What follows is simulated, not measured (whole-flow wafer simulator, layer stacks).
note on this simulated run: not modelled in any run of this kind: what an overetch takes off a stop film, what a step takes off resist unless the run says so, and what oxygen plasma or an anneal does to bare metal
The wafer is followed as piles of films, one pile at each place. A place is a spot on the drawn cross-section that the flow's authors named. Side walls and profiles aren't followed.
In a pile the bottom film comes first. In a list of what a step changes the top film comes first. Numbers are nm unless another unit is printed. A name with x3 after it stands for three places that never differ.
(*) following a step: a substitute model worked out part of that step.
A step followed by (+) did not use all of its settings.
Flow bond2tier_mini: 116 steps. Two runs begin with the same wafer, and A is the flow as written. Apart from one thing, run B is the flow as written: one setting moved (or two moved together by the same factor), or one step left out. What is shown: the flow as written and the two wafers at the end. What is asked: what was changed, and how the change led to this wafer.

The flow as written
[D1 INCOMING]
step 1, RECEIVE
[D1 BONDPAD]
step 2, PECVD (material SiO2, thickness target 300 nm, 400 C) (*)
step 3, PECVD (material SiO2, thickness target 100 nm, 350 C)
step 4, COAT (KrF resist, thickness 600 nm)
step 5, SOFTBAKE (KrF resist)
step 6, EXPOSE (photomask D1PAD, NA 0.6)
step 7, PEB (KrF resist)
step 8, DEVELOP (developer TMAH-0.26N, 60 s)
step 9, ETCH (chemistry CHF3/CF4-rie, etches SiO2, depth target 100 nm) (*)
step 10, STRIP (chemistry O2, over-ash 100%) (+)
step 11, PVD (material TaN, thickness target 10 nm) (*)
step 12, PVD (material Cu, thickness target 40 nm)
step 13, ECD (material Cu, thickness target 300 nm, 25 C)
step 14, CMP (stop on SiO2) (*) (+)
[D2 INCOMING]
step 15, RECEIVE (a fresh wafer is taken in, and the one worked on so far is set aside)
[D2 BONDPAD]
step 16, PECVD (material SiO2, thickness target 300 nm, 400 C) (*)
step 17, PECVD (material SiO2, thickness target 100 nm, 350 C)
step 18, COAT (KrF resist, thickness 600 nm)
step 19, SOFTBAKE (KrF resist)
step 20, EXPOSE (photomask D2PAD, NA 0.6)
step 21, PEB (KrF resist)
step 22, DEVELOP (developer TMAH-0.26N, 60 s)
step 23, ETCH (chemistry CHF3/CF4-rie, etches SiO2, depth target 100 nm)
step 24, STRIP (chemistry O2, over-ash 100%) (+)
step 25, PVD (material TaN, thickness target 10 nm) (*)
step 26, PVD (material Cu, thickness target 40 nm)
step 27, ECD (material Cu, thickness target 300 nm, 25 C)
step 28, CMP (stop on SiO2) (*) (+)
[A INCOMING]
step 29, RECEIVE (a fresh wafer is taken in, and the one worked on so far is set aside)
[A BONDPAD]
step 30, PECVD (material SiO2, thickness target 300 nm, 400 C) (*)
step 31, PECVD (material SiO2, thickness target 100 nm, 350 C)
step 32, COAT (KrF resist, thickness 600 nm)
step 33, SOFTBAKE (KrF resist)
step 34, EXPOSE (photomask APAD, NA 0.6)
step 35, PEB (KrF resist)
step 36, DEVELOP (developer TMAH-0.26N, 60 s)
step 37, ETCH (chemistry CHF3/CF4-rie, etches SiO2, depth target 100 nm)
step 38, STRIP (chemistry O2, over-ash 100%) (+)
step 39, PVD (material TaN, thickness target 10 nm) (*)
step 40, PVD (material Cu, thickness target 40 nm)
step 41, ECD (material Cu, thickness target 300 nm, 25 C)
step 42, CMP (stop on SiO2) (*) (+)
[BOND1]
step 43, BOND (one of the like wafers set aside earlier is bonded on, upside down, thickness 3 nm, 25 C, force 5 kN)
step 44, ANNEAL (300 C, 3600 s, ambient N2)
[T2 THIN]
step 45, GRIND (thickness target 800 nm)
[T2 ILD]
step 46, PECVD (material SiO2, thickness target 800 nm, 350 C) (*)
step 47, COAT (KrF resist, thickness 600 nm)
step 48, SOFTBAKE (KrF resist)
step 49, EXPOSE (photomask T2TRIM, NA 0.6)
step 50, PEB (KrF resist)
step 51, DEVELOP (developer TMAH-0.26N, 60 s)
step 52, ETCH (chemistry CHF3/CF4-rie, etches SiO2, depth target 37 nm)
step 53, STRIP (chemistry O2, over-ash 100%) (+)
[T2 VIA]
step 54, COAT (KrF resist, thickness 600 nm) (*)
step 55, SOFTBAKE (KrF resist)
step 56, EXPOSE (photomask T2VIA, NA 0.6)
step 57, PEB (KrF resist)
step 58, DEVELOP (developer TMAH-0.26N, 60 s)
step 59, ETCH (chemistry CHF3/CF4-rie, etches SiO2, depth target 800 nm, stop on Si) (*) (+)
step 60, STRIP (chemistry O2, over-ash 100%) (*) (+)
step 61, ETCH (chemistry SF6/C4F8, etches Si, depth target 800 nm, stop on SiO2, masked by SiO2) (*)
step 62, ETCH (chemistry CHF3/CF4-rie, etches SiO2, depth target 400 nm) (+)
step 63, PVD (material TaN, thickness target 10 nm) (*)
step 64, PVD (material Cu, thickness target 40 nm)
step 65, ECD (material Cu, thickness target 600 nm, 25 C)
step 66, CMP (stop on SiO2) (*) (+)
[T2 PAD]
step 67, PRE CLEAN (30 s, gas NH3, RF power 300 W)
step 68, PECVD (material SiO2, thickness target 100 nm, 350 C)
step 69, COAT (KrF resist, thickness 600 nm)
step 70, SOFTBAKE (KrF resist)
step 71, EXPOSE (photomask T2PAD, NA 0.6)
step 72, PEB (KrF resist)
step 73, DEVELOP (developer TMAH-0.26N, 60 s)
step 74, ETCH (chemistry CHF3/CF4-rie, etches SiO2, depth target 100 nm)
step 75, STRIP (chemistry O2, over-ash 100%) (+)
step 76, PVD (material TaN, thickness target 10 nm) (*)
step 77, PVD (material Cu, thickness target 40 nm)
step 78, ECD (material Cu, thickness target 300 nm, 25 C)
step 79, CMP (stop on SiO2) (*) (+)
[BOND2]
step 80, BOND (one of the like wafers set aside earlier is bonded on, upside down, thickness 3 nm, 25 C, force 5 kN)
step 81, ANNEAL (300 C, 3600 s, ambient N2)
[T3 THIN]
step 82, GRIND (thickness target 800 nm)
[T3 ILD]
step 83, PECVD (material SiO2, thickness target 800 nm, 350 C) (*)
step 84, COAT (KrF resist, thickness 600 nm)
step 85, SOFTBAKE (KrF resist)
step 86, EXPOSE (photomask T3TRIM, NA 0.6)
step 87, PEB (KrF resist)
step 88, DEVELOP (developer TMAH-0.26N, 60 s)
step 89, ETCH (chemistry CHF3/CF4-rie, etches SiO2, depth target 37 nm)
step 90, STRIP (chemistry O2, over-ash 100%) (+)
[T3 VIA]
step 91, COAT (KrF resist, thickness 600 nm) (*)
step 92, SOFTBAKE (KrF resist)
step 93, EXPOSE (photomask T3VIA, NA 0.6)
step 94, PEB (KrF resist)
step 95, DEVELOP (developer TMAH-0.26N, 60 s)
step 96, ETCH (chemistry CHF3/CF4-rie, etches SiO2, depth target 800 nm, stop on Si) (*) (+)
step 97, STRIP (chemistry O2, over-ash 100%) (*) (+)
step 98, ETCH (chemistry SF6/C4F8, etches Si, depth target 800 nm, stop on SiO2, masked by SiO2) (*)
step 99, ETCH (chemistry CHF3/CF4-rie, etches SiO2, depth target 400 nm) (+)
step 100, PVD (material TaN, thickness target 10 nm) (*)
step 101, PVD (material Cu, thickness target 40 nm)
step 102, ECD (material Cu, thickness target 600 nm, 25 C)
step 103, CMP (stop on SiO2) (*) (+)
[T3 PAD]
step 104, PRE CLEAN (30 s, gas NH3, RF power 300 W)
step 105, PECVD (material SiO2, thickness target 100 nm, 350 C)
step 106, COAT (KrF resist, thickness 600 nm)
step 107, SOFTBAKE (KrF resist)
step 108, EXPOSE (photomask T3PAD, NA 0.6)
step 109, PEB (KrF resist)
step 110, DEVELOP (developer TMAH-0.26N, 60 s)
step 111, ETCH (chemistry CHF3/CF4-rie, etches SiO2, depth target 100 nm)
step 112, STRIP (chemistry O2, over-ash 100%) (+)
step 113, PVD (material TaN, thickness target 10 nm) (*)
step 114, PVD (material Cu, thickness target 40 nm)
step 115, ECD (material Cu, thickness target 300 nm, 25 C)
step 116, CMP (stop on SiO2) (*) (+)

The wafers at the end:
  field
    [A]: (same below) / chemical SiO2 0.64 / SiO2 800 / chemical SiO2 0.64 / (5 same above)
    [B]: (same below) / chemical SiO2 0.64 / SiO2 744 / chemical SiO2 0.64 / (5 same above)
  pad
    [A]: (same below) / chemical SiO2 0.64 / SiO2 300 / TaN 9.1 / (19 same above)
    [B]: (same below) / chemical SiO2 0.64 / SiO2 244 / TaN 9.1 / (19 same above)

The reason: step 31, PECVD: thickness target 44 nm was run, while the flow as written has thickness target 100 nm.

How this came from the change, step by step:
  step 31, PECVD (material SiO2, thickness target 100 nm, 350 C)
      field, pad, via: A +100 SiO2 | B +44 SiO2
